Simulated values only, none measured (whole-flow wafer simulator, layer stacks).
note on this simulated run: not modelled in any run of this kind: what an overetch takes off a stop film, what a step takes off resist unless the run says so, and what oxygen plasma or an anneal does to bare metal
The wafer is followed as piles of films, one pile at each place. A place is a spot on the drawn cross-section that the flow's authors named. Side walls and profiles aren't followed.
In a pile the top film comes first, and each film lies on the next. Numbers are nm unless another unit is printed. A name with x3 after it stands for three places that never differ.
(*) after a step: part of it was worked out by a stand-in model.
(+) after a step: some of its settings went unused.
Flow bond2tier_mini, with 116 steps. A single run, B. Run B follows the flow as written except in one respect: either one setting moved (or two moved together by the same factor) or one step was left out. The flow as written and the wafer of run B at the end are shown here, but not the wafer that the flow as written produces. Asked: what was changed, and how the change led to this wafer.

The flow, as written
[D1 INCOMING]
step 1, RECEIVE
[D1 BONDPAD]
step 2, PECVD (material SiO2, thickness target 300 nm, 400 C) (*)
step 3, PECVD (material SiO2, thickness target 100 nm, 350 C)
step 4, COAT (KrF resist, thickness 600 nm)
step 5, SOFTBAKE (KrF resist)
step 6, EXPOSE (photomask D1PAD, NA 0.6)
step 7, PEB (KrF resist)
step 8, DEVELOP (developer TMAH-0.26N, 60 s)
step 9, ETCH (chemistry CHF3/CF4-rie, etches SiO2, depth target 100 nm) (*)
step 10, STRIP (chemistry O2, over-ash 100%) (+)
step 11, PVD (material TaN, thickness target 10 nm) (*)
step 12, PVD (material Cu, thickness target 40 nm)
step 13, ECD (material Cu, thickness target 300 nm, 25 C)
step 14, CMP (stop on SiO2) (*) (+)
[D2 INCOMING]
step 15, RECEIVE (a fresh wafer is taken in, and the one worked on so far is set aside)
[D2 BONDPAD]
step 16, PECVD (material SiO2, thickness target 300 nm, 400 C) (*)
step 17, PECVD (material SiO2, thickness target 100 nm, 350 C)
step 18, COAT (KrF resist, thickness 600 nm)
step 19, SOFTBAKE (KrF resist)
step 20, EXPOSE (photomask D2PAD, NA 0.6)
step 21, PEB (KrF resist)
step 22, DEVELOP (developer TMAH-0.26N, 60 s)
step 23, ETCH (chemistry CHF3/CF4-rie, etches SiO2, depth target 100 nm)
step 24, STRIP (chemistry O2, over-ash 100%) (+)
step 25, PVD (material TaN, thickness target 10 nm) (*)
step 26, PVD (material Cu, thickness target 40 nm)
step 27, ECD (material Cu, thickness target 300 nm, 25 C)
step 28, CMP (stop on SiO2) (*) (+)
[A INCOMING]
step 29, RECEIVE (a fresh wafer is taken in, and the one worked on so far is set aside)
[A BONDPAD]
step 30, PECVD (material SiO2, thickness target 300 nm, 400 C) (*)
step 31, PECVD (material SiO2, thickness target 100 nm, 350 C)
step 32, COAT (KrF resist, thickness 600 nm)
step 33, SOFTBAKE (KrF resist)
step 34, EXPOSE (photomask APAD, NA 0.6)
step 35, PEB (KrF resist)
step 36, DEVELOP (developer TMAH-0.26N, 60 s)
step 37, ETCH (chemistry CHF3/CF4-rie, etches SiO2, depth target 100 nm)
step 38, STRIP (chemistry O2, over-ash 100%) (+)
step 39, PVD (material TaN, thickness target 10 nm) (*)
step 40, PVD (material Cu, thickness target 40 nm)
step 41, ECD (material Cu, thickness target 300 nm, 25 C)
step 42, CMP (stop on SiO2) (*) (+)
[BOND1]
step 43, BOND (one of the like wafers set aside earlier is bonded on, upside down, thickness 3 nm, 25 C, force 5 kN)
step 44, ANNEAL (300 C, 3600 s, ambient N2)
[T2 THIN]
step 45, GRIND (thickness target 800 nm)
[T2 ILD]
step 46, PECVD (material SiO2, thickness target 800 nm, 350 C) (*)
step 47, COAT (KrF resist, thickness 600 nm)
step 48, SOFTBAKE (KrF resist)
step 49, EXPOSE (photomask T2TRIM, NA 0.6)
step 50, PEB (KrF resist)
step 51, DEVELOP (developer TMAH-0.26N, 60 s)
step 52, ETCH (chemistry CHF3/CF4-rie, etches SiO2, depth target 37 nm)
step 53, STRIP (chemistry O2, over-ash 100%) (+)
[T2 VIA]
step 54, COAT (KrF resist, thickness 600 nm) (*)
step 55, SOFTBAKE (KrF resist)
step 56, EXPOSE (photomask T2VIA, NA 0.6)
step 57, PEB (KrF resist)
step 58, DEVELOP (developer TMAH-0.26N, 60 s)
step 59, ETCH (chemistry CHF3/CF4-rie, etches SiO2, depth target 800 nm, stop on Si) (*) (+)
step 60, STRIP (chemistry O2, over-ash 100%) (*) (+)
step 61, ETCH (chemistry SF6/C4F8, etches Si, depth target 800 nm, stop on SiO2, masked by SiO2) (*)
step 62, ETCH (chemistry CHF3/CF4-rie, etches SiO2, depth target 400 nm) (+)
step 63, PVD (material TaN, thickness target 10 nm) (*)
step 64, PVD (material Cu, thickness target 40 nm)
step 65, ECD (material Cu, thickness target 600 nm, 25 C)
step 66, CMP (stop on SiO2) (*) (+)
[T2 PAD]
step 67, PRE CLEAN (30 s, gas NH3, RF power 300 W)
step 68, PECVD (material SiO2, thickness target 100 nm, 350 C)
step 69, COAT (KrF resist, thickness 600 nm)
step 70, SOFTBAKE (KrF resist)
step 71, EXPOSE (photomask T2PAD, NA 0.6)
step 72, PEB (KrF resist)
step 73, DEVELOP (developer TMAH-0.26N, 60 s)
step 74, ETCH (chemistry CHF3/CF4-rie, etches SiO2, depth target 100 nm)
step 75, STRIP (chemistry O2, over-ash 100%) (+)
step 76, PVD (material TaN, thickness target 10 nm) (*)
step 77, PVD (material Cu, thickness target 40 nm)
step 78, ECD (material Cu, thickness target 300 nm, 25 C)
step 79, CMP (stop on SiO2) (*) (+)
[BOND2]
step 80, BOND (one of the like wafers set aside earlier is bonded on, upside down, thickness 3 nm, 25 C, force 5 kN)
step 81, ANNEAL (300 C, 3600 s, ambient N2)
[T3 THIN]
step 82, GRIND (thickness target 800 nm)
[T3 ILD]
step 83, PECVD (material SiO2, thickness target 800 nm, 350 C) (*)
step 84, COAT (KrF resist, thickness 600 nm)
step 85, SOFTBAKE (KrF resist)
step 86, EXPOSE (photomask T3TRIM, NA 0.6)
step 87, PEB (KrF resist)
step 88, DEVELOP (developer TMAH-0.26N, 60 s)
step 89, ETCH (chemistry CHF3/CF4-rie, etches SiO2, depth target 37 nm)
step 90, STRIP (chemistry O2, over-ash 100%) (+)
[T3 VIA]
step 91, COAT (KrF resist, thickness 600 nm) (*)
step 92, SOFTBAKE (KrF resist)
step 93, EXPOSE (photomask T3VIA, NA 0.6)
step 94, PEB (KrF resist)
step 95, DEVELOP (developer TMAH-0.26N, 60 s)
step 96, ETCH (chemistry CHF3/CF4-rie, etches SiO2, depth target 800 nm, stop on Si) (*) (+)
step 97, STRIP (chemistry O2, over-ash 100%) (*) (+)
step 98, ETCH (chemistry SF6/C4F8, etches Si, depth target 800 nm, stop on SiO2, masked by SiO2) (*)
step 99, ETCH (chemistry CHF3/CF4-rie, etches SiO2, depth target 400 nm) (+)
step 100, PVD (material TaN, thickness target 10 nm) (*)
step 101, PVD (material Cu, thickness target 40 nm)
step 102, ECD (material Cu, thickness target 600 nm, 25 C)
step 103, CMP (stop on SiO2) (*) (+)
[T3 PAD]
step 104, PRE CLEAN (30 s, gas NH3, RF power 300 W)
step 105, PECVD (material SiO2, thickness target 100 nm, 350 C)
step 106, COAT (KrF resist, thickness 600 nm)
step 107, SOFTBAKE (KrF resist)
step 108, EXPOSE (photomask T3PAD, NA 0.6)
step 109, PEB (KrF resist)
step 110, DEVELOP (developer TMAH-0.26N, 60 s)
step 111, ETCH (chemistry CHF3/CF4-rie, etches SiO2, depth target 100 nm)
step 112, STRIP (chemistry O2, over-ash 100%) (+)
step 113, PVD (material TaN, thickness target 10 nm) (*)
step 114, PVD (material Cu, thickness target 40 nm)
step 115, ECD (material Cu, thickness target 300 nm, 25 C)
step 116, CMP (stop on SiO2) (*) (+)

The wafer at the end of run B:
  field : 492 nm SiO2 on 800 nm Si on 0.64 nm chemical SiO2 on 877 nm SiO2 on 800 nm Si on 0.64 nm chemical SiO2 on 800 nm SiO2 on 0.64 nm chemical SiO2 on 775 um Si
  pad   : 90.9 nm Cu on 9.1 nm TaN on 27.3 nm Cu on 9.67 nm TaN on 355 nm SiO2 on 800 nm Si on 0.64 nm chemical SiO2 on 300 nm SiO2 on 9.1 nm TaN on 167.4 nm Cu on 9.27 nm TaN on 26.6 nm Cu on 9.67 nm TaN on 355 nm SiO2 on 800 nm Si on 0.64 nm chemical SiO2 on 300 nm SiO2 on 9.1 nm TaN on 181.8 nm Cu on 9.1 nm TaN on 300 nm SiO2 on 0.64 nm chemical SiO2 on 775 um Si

What caused this: step 68, PECVD: thickness target 85 nm was run, though the flow has thickness target 100 nm.

Step by step, how the change led to this:
  step 68, PECVD (material SiO2, thickness target 100 nm, 350 C)
      field: SiO2 gains 85 (in the flow as written it would be: SiO2 gains 100)
      pad: SiO2 gains 85 (new film) (in the flow as written it would be: SiO2 gains 100 (new film))
  step 74, ETCH (chemistry CHF3/CF4-rie, etches SiO2, depth target 100 nm)
      pad: SiO2 loses 85 (all of it), Cu loses 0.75 (in the flow as written it would be: SiO2 loses 100 (all of it))
  step 78, ECD (material Cu, thickness target 300 nm, 25 C)
      pad: Cu gains 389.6 (in the flow as written it would be: Cu gains 404.5)
